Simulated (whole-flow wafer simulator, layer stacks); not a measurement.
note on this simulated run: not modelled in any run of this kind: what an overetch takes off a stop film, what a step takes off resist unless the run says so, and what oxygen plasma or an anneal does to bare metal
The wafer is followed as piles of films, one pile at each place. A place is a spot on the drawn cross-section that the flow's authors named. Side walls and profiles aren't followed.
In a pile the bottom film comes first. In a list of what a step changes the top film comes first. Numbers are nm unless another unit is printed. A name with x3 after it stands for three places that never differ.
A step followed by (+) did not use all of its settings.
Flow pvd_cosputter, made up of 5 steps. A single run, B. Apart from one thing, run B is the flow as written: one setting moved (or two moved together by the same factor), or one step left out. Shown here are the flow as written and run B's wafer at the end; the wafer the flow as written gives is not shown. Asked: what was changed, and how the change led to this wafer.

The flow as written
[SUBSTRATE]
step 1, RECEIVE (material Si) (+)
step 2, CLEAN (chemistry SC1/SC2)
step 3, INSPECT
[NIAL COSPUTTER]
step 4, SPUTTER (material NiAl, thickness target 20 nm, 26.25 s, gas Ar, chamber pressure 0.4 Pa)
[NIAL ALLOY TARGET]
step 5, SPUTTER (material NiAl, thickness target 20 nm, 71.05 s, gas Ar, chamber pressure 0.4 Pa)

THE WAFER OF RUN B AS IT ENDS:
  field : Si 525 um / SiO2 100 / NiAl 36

What caused this: step 4, SPUTTER: thickness target 16 nm was run, though the flow has thickness target 20 nm.

Step by step, how the change led to this:
  step 4, SPUTTER (material NiAl, thickness target 20 nm, 26.25 s, gas Ar, chamber pressure 0.4 Pa)
      field: +16 NiAl (new film) (it would be, as written: +20 NiAl (new film))
